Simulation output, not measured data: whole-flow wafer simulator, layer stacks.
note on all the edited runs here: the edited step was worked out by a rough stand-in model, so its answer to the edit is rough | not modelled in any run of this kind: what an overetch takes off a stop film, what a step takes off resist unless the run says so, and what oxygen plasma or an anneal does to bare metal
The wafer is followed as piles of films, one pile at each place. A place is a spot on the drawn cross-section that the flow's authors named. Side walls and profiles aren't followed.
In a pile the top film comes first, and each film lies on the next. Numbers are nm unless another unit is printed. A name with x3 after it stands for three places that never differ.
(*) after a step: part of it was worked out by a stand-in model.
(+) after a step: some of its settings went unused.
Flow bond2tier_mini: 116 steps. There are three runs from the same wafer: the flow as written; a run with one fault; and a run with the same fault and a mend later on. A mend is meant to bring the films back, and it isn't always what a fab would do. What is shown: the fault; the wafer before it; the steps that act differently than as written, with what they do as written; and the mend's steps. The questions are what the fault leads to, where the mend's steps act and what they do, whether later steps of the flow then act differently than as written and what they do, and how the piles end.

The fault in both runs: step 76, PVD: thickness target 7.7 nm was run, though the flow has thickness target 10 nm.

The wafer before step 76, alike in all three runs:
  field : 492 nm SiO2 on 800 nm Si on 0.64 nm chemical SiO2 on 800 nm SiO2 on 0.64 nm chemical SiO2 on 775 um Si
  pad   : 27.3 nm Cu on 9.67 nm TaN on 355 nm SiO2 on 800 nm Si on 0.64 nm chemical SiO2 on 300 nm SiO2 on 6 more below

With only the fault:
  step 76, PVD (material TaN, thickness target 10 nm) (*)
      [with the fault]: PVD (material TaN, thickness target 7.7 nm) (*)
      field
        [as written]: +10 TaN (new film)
        [with the fault]: +7.7 TaN (new film)
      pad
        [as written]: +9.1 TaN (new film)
        [with the fault]: +7.01 TaN (new film)
  Steps later in the flow that act otherwise than as written (not shown: 1 more step that differs only slightly, by at most 2% or 0.5 nm, whichever is larger):
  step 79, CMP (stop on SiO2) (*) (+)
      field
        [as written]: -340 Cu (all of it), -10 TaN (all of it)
        [with the fault]: -340 Cu (all of it), -7.7 TaN (all of it)
  The piles end different from the flow's at pad by more than 2% or 0.5 nm, whichever is larger.
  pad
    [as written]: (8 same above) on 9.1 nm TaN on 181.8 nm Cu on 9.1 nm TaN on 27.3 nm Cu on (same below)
    [with the fault]: (8 same above) on 9.1 nm TaN on 183.9 nm Cu on 7.01 nm TaN on 27.3 nm Cu on (same below)

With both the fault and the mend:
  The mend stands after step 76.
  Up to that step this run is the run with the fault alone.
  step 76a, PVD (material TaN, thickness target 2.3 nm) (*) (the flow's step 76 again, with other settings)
      field
        +2.3 TaN
      pad
        +2.09 TaN
  Every later step of the flow that is run acts as written at every place that is followed.
  At every place that both follow, the piles at the end match the flow's.
